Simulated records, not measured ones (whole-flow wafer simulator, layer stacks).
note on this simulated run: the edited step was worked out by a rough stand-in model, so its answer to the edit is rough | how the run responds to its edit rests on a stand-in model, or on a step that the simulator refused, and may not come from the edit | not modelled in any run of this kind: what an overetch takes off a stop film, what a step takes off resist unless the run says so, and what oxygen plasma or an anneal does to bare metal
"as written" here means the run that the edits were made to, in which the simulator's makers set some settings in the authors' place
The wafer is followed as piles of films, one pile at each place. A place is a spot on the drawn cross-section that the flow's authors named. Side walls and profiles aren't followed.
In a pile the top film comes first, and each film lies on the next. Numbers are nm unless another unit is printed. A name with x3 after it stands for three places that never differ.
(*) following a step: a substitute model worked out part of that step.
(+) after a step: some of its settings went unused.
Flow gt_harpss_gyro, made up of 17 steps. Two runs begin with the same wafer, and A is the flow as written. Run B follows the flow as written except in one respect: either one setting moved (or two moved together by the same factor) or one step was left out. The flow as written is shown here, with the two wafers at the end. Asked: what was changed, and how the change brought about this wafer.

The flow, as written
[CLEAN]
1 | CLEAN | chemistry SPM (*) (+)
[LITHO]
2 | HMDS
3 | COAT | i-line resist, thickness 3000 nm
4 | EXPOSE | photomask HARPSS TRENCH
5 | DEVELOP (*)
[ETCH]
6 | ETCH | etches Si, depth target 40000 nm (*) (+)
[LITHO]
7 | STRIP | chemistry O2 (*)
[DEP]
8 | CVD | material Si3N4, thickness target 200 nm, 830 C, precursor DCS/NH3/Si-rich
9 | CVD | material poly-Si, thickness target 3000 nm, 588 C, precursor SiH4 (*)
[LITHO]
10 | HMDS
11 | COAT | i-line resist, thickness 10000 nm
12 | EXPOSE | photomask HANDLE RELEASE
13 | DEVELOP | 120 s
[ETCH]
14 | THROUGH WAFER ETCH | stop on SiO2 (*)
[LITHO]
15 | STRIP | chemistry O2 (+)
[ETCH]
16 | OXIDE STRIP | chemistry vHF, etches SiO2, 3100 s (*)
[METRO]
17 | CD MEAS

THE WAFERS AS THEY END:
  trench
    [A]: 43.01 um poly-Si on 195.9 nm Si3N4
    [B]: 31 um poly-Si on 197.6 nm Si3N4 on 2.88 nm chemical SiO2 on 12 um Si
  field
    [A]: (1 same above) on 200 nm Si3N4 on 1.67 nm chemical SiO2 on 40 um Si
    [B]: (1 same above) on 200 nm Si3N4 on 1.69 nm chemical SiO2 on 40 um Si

The reason: step 6, ETCH: depth target 28000 nm was run, whereas the flow has depth target 40000 nm.

How this came from the change, step by step:
  6 | ETCH | etches Si, depth target 40000 nm (*) (+)
      trench: A chemical SiO2 loses 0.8 (all of it), Si loses 40 um (all of it) | B chemical SiO2 loses 0.8 (all of it), Si loses 28 um
      field: A i-line resist loses 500 | B i-line resist loses 350
  7 | STRIP | chemistry O2 (*)
      trench: A nothing | B chemical SiO2 gains 2.88 (new film), Si loses 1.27
      field: A i-line resist loses 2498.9 (all of it), chemical SiO2 gains 0.87, Si loses 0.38 | B i-line resist loses 2648.9 (all of it), chemical SiO2 gains 0.89, Si loses 0.39
  9 | CVD | material poly-Si, thickness target 3000 nm, 588 C, precursor SiH4 (*)
      trench: A poly-Si gains 43.01 um (new film) | B poly-Si gains 31 um (new film)
